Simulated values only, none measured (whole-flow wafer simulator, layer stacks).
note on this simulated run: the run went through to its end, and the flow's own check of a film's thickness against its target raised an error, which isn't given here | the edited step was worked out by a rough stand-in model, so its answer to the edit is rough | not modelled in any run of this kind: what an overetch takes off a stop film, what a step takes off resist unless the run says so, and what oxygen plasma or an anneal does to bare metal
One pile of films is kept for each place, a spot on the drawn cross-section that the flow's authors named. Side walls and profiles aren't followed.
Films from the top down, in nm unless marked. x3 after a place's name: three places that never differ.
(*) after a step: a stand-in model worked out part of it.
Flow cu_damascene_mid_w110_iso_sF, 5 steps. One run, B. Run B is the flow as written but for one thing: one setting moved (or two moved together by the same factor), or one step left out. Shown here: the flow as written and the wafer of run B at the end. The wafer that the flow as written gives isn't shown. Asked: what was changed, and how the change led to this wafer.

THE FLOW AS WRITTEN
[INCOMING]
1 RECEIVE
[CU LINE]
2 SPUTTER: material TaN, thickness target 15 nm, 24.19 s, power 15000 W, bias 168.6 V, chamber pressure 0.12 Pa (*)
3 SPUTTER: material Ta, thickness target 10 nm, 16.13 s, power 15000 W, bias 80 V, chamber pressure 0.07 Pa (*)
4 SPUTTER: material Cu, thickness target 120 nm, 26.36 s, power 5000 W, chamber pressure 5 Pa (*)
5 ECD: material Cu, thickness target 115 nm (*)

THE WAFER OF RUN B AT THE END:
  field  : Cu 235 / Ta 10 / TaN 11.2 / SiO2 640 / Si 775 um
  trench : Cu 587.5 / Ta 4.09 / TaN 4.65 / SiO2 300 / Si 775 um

The cause: step 2, SPUTTER: thickness target 11.2 nm was run, where the flow has thickness target 15 nm; step 2, SPUTTER: 18.14 s was run, where the flow has 24.19 s.
It can be read off the wafer: field has TaN 11.2, and step 2 as written asks for 15 nm.

How the change led to this, step by step:
  2 SPUTTER: material TaN, thickness target 15 nm, 24.19 s, power 15000 W, bias 168.6 V, chamber pressure 0.12 Pa (*)
      field: TaN +11.2 (new film) (as written it would be: TaN +15 (new film))
      trench: TaN +4.65 (new film) (as written it would be: TaN +6.23 (new film))
